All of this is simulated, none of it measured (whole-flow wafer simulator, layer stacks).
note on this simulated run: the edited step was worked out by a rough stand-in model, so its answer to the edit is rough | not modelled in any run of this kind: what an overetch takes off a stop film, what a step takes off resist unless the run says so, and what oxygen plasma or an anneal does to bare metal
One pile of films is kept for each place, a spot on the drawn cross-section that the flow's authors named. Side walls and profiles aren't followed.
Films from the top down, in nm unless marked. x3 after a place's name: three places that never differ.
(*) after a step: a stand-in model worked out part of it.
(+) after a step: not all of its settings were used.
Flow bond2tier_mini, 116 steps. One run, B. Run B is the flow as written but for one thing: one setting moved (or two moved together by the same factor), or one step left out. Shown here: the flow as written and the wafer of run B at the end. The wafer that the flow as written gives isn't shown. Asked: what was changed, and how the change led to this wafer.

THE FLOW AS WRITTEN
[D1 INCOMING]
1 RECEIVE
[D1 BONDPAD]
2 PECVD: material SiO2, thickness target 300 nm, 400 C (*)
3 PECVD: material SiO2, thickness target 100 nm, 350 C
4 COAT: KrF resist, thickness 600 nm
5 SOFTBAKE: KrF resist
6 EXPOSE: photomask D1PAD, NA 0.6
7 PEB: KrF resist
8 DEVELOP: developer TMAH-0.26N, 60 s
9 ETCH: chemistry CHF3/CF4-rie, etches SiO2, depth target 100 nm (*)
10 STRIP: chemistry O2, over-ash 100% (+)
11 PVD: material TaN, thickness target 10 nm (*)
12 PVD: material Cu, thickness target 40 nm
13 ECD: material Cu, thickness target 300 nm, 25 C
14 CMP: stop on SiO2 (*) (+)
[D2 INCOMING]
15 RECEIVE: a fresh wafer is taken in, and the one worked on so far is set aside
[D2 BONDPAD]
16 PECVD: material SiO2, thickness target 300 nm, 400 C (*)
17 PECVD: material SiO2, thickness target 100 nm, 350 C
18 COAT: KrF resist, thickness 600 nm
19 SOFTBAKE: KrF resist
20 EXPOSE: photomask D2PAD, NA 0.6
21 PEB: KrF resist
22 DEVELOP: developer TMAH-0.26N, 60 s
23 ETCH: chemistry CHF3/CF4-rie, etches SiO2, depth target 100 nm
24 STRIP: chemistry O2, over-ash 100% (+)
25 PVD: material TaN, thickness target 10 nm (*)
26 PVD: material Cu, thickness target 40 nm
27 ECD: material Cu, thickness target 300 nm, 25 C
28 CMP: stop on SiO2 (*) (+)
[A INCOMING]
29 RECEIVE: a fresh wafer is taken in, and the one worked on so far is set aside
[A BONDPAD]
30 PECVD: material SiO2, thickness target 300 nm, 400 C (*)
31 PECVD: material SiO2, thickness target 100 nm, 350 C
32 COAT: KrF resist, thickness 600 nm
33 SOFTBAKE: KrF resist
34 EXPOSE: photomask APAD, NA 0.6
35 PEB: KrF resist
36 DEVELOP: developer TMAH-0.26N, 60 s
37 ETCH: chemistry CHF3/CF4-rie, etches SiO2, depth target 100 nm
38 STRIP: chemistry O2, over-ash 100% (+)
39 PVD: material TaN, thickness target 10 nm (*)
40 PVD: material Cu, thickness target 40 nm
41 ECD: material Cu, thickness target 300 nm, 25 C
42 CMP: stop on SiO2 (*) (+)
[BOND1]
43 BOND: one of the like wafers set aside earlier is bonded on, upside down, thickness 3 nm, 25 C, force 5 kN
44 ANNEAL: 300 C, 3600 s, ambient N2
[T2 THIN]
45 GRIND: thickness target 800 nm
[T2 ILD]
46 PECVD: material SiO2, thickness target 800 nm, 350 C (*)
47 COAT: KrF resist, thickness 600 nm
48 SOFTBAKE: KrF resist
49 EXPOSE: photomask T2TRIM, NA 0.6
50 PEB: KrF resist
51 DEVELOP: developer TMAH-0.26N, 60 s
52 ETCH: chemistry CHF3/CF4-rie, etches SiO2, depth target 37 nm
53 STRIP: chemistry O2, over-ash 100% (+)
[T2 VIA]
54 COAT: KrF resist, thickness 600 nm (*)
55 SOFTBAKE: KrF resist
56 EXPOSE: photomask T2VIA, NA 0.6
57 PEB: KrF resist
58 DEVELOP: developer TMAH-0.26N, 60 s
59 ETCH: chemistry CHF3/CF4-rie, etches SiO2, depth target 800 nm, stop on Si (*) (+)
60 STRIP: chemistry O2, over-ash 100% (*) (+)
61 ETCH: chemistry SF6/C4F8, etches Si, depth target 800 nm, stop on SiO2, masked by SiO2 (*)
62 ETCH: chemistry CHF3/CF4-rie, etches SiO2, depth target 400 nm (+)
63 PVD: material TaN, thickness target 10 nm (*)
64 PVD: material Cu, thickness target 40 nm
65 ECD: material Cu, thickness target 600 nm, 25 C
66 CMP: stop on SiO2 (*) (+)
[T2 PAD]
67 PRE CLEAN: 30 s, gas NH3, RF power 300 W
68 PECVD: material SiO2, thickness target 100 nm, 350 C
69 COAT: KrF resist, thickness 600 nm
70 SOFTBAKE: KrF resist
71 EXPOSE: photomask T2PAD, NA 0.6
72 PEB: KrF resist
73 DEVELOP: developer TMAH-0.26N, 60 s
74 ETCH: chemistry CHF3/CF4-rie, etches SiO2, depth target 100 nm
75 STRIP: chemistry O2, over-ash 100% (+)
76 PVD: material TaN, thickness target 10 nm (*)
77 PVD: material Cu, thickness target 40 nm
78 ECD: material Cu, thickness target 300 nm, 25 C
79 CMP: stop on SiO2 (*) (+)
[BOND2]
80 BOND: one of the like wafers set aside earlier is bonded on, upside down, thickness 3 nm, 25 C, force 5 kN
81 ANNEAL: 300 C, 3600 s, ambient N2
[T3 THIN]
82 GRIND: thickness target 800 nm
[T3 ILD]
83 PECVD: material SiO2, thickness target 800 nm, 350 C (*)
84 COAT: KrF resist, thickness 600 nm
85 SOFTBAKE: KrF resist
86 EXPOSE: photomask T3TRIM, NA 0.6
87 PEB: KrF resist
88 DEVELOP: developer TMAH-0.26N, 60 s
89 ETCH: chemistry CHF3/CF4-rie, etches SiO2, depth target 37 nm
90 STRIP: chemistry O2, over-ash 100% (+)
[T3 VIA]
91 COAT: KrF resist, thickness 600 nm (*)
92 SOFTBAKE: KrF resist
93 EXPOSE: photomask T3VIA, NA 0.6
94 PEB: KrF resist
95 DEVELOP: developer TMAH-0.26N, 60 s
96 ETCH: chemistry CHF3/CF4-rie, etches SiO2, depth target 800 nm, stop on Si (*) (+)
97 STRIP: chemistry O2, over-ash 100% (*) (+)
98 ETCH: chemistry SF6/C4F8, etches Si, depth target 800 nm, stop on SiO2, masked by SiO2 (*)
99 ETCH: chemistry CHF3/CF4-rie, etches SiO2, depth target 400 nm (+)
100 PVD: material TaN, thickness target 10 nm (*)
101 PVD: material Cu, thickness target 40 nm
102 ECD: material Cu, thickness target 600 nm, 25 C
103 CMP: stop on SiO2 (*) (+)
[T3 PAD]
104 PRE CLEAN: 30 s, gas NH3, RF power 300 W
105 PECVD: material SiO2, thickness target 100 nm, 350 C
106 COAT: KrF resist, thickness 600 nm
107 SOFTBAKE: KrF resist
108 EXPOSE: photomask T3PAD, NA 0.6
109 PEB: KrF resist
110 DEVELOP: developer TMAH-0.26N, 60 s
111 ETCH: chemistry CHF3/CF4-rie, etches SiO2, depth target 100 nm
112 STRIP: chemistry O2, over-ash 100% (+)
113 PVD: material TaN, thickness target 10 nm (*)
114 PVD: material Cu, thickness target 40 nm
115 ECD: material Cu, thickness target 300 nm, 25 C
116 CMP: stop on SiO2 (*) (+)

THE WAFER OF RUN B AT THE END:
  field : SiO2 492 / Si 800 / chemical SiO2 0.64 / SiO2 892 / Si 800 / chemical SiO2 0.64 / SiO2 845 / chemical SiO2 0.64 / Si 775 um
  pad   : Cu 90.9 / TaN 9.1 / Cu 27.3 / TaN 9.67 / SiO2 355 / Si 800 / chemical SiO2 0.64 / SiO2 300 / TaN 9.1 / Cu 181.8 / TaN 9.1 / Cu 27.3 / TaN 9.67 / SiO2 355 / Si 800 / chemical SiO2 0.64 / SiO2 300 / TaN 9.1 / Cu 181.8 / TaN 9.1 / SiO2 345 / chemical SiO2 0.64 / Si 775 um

The cause: step 30, PECVD: thickness target 345 nm was run, where the flow has thickness target 300 nm.
It can be read off the wafer: pad has SiO2 345, and step 30 as written asks for 300 nm.

How the change led to this, step by step:
  30 PECVD: material SiO2, thickness target 300 nm, 400 C (*)
      field, pad, via: SiO2 +345 (new film) (as written it would be: SiO2 +300 (new film))
